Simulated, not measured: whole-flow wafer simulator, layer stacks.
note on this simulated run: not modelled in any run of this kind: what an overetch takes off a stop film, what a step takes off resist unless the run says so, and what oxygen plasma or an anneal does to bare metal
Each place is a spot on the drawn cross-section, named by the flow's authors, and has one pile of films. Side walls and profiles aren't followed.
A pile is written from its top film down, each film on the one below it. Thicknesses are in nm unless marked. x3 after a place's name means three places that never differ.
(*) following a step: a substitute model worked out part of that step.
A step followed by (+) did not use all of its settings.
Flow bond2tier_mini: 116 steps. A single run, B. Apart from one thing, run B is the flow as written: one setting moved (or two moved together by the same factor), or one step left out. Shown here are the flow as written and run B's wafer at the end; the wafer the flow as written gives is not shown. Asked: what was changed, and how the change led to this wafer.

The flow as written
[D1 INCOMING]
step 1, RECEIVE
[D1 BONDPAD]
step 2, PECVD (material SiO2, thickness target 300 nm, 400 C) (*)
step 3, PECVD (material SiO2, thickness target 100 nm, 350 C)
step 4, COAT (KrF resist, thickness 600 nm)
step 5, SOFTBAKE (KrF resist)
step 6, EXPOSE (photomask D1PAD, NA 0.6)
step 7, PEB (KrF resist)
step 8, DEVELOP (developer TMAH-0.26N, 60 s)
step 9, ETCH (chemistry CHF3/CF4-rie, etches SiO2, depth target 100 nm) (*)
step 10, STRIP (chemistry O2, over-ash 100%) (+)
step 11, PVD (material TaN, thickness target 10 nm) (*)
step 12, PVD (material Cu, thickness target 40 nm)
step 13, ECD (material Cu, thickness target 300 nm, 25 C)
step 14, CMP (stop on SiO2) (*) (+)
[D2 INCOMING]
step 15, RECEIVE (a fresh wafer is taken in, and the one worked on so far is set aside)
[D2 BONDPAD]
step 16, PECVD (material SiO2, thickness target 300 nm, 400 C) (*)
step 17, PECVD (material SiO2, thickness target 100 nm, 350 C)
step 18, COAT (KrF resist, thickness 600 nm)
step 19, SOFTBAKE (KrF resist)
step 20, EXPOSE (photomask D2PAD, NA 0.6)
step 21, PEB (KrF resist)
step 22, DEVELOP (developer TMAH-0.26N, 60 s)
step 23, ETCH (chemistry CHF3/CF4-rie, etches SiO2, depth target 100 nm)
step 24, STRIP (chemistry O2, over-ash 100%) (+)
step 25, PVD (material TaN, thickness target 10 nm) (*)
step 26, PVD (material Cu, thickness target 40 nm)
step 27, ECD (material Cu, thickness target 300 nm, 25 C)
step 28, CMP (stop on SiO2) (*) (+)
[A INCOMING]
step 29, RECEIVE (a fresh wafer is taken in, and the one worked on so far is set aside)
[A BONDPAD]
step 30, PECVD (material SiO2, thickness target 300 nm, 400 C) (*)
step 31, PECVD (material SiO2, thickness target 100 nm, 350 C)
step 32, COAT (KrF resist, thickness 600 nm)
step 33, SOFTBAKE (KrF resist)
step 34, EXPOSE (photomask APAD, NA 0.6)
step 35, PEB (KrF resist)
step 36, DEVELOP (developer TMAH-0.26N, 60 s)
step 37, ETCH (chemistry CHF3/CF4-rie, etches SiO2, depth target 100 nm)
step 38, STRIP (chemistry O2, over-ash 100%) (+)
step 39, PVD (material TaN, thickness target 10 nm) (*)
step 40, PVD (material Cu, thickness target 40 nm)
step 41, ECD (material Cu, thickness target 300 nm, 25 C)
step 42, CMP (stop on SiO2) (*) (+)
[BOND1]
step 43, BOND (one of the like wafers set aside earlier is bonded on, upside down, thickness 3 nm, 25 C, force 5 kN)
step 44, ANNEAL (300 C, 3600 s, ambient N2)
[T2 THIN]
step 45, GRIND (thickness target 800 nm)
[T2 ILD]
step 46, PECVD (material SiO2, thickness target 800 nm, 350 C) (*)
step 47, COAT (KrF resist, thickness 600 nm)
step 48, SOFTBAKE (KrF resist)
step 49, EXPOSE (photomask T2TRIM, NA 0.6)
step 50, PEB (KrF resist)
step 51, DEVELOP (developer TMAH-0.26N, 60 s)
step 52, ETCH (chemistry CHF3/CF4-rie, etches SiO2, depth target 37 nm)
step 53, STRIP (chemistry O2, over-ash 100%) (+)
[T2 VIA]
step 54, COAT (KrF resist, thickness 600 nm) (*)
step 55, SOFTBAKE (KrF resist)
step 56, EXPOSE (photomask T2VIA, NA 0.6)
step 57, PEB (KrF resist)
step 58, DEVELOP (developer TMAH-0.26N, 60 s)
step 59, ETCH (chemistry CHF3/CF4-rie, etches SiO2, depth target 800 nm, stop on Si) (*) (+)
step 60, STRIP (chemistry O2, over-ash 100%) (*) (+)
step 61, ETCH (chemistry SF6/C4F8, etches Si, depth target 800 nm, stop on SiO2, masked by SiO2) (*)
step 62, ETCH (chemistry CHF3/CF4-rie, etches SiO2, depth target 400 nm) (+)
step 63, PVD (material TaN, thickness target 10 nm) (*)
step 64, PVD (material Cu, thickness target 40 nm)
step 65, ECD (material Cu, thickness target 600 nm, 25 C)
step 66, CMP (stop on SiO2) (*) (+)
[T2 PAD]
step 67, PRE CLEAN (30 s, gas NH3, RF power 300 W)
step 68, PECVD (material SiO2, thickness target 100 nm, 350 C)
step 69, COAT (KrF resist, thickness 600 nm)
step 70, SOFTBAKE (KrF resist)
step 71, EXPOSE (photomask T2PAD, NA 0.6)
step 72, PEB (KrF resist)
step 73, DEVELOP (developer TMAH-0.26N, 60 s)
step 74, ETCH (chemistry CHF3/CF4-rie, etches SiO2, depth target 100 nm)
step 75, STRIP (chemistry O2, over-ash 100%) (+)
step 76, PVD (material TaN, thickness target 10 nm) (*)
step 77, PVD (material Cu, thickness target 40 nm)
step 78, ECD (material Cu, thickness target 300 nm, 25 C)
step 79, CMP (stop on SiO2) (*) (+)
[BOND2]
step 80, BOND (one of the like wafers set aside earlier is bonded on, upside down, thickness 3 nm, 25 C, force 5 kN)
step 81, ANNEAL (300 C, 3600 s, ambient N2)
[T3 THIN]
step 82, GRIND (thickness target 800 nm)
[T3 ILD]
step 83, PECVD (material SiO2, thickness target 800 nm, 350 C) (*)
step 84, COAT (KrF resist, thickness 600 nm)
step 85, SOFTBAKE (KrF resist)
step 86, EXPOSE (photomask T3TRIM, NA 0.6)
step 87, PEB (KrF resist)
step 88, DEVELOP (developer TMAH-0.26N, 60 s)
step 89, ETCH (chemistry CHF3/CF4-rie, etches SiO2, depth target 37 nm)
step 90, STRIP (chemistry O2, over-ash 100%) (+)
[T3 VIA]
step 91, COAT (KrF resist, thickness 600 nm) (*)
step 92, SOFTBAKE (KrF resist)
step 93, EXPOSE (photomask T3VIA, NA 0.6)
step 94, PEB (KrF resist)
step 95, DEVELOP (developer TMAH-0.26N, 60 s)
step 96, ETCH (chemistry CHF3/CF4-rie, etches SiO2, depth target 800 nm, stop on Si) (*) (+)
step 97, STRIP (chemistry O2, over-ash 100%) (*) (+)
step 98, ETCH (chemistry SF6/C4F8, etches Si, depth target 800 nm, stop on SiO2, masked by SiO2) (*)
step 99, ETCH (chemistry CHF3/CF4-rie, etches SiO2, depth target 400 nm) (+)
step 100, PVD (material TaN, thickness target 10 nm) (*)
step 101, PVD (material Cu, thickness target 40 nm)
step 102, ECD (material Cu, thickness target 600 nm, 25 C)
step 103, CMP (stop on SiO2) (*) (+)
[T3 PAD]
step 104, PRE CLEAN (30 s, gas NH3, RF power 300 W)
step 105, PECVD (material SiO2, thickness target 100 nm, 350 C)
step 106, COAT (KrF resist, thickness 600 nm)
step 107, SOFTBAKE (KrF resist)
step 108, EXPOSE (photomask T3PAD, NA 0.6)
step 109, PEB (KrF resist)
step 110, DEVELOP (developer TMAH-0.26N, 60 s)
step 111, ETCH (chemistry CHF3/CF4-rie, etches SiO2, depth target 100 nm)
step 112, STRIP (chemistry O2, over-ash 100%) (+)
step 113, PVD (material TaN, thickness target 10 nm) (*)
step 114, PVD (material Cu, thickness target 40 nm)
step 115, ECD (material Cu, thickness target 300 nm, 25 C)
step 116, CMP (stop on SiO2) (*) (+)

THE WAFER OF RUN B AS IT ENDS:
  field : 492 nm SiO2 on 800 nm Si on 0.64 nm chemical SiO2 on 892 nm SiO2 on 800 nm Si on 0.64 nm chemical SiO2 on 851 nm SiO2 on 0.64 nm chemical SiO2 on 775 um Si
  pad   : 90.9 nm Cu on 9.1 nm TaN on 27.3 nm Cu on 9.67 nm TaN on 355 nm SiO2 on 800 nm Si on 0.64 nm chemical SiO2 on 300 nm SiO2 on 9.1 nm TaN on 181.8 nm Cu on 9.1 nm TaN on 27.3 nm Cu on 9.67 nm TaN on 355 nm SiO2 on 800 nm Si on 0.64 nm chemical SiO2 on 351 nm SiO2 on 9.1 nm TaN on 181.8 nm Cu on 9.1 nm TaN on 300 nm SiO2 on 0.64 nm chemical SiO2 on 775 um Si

The reason: step 3, PECVD: thickness target 151 nm was run, while the flow as written has thickness target 100 nm.

The path from the change to this, step by step:
  step 3, PECVD (material SiO2, thickness target 100 nm, 350 C)
      field, pad, via: SiO2 gains 151 (it would be, as written: SiO2 gains 100)
  step 43, BOND (one of the like wafers set aside earlier is bonded on, upside down, thickness 3 nm, 25 C, force 5 kN)
      field: Si gains 775 um (new film), chemical SiO2 gains 0.64 (new film), SiO2 gains 451 (it would be, as written: Si gains 775 um (new film), chemical SiO2 gains 0.64 (new film), SiO2 gains 400)
      pad: Si gains 775 um (new film), chemical SiO2 gains 0.64 (new film), SiO2 gains 351 (new film), TaN gains 9.1 (new film), Cu gains 90.9 (it would be, as written: Si gains 775 um (new film), chemical SiO2 gains 0.64 (new film), SiO2 gains 300 (new film), TaN gains 9.1 (new film), Cu gains 90.9)
      (and at 1 other place as well)
